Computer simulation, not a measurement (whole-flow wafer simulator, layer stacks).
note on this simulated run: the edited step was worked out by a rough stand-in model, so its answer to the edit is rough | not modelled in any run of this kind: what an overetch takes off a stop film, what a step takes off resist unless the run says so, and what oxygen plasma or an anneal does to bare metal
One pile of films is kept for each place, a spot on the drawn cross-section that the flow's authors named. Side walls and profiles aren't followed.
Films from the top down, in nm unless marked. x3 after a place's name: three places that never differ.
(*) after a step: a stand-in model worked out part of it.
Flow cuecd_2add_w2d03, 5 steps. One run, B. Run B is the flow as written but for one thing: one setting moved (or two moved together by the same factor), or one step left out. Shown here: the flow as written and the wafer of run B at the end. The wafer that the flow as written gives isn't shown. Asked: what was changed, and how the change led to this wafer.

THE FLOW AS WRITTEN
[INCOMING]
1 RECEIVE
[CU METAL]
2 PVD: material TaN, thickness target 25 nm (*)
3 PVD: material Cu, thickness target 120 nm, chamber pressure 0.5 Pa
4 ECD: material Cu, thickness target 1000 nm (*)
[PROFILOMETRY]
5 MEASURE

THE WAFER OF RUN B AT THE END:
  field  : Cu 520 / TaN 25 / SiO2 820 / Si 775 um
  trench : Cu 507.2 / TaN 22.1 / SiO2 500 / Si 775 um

The cause: step 4, ECD: thickness target 400 nm was run, where the flow has thickness target 1000 nm.

How the change led to this, step by step:
  4 ECD: material Cu, thickness target 1000 nm (*)
      field, trench: Cu +400 (as written it would be: Cu +1000)
